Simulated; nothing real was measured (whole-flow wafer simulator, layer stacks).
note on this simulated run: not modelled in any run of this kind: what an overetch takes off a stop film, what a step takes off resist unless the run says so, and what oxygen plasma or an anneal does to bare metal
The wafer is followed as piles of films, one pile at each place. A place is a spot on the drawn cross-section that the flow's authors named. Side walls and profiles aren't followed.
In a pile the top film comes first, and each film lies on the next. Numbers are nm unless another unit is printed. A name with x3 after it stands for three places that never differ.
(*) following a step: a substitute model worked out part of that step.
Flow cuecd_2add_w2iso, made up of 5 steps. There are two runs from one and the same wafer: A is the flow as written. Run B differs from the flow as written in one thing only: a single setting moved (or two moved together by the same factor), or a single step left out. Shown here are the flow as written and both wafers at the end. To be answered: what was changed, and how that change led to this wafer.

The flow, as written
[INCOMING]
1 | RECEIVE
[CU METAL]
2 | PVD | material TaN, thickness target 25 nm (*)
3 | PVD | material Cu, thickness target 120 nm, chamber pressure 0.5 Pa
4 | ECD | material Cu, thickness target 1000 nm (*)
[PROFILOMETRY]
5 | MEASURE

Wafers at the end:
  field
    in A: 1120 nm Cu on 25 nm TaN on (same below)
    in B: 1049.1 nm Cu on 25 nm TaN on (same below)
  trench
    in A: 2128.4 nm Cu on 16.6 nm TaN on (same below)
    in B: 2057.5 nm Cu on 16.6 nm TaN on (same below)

The reason: step 3, PVD: thickness target 49.1 nm was run, whereas the flow has thickness target 120 nm.

The path from the change to this, step by step:
  3 | PVD | material Cu, thickness target 120 nm, chamber pressure 0.5 Pa
      field: A +120 Cu (new film) | B +49.1 Cu (new film)
      trench: A +80.8 Cu (new film) | B +33.2 Cu (new film)
